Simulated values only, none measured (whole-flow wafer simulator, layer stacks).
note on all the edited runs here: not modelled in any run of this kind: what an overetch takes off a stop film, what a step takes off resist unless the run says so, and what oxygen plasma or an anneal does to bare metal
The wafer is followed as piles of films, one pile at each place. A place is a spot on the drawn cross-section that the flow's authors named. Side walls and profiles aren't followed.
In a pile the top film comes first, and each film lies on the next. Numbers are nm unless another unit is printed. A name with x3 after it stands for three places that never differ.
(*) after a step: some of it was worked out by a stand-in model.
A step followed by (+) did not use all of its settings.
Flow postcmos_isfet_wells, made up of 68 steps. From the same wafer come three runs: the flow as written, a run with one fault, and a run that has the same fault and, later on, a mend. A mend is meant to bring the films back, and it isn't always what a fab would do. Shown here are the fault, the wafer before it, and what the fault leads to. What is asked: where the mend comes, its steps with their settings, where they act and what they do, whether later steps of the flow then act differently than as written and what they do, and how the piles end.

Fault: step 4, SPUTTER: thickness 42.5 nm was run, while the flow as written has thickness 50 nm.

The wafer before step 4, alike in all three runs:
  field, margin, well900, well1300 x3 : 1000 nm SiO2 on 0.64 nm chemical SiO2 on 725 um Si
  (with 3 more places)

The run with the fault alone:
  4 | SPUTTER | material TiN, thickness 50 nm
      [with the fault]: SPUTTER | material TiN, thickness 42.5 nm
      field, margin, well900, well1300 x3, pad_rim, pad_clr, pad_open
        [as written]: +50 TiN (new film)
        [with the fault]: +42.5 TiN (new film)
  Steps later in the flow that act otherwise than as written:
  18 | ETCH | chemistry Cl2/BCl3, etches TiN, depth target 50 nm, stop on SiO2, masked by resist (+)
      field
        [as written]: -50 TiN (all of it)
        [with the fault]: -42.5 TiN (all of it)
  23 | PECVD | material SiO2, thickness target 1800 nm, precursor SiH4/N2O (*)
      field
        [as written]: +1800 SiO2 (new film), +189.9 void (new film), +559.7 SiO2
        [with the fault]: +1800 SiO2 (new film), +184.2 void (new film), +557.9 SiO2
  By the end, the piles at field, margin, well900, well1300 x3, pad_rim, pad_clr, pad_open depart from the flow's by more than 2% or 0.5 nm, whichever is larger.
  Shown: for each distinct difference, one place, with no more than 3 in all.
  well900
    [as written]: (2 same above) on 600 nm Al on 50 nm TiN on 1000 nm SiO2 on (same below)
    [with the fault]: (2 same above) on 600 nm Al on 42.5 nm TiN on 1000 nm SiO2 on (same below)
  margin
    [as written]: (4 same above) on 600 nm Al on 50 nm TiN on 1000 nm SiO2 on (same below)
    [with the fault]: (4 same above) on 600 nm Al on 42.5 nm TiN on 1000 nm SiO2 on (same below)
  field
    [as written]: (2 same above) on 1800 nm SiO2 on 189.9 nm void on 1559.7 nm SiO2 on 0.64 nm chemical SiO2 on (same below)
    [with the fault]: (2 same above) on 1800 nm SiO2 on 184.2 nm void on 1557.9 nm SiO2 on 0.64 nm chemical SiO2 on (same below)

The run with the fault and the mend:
  The mend follows step 4.
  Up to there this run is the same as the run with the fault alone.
  4a | SPUTTER | material TiN, thickness 7.5 nm (the flow's step 4 again, with other settings)
      field, margin, well900, well1300 x3, pad_rim, pad_clr, pad_open
        +7.5 TiN
  Every later step of the flow that is run acts as written at every place that is followed.
  The piles end the same as the flow's at every place that both follow.
